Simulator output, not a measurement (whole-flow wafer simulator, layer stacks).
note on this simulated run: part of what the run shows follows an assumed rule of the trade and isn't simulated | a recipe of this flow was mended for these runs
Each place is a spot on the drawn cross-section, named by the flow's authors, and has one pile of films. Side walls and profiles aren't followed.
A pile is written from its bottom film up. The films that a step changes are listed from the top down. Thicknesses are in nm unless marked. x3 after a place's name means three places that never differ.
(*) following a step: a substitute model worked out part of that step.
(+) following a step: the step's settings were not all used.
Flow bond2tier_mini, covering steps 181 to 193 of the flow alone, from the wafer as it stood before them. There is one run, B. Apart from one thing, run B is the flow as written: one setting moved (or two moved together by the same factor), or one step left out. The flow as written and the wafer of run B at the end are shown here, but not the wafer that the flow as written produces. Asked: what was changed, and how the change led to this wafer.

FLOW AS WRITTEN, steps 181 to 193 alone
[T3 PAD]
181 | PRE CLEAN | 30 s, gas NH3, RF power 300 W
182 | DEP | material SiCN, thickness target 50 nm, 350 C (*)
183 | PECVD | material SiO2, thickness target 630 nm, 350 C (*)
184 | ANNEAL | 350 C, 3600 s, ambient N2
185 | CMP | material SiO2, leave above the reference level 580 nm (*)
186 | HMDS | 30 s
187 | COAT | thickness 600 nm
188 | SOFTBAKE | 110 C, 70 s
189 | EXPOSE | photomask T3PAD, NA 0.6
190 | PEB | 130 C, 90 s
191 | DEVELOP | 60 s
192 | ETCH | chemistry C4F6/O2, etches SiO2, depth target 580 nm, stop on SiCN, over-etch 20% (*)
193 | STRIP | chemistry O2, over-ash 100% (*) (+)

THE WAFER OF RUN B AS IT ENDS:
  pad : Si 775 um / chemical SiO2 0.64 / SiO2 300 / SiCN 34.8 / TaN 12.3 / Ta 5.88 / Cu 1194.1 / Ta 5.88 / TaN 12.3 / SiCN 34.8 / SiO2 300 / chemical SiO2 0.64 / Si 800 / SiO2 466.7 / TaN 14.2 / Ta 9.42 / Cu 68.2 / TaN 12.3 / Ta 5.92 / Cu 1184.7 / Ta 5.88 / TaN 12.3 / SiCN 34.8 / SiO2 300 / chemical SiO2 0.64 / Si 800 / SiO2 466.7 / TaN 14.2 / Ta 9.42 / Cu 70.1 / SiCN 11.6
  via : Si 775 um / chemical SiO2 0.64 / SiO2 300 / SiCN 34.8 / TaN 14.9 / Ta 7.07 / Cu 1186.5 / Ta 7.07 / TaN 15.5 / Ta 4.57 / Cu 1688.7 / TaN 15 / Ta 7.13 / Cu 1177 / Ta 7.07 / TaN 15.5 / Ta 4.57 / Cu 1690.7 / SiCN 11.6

What caused this: step 192, ETCH: depth target 673.3 nm was run, whereas the flow has depth target 580 nm.

The path from the change to this, step by step:
  192 | ETCH | chemistry C4F6/O2, etches SiO2, depth target 580 nm, stop on SiCN, over-etch 20% (*)
      pad, via: SiO2 loses 580 (all of it), SiCN loses 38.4 (as written it would have been: SiO2 loses 580 (all of it), SiCN loses 19.6)
      field: thick-KrF-resist loses 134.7 (as written it would have been: thick-KrF-resist loses 116)
  193 | STRIP | chemistry O2, over-ash 100% (*) (+)
      field: thick-KrF-resist loses 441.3 (all of it) (as written it would have been: thick-KrF-resist loses 459.9 (all of it))
